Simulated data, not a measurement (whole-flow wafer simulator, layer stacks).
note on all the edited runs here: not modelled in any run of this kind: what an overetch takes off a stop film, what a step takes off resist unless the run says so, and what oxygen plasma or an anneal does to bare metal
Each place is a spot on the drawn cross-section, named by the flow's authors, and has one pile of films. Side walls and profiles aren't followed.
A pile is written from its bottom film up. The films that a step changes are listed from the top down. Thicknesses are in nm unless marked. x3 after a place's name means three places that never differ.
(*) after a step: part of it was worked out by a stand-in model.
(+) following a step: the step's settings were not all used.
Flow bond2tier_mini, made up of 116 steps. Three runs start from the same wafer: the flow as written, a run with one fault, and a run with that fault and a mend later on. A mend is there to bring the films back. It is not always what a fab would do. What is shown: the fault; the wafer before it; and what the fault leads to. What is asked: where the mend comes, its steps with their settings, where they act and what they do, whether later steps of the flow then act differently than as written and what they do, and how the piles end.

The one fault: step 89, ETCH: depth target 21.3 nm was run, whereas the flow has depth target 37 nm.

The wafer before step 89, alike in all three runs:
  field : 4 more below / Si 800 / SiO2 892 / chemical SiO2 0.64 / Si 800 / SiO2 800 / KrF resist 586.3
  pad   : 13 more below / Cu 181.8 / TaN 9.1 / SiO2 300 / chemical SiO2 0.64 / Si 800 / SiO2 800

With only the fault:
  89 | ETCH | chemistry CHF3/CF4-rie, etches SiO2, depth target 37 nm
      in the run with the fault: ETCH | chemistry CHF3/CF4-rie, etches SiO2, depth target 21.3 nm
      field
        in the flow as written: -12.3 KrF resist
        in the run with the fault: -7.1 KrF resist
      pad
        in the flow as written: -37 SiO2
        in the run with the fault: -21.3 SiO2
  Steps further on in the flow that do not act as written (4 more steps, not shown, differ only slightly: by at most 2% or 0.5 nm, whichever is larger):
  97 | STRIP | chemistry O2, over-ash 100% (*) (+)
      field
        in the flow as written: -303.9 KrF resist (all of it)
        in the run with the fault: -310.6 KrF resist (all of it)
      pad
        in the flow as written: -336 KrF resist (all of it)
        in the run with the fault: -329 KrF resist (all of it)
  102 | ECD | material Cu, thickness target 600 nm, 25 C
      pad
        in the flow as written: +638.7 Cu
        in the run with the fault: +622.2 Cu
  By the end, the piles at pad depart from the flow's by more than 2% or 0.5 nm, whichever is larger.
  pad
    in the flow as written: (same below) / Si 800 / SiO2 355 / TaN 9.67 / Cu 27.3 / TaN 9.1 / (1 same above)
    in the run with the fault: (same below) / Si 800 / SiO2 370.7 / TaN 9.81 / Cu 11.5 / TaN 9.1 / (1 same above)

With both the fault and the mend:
  After step 89 comes the mend.
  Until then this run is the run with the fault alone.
  89a | ETCH | chemistry CHF3/CF4-rie, etches SiO2, depth target 15.7 nm (a further turn of the flow's step 89, with different settings)
      field
        -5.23 KrF resist
      pad
        -15.7 SiO2
  Every later step of the flow that is run acts as written at every place that is followed.
  At every place that both follow, the piles at the end match the flow's.
